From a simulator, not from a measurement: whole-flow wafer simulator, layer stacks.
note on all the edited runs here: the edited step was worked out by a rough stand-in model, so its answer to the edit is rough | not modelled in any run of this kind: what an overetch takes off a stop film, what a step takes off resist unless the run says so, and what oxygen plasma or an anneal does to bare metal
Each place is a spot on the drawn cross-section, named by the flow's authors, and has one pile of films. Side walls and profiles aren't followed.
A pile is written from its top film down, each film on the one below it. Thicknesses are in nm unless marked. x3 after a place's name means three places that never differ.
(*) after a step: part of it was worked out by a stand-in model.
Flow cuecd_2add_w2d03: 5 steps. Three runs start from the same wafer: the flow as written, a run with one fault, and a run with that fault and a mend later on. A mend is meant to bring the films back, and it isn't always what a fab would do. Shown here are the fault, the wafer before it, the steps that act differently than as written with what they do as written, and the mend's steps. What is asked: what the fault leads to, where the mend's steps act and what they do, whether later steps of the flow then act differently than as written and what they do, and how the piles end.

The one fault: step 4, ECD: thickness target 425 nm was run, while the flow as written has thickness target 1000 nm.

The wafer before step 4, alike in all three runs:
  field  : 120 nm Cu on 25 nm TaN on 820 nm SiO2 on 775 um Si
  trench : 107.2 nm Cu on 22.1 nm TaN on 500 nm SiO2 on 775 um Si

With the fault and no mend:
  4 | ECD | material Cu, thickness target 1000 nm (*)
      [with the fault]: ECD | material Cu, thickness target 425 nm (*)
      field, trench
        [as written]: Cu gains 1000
        [with the fault]: Cu gains 425
  None of the later steps of the flow acts differently than as written at any place that is followed.
  By the end, the piles at field, trench depart from the flow's by more than 2% or 0.5 nm, whichever is larger.
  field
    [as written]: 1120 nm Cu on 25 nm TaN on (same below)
    [with the fault]: 545 nm Cu on 25 nm TaN on (same below)
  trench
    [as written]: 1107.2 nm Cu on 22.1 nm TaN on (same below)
    [with the fault]: 532.2 nm Cu on 22.1 nm TaN on (same below)

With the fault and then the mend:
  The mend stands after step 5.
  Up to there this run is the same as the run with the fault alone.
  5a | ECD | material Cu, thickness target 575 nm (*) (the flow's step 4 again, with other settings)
      field, trench
        Cu gains 575
  None of the later steps of the flow acts differently than as written at any place that is followed.
  The piles end the same as the flow's at every place that both follow.
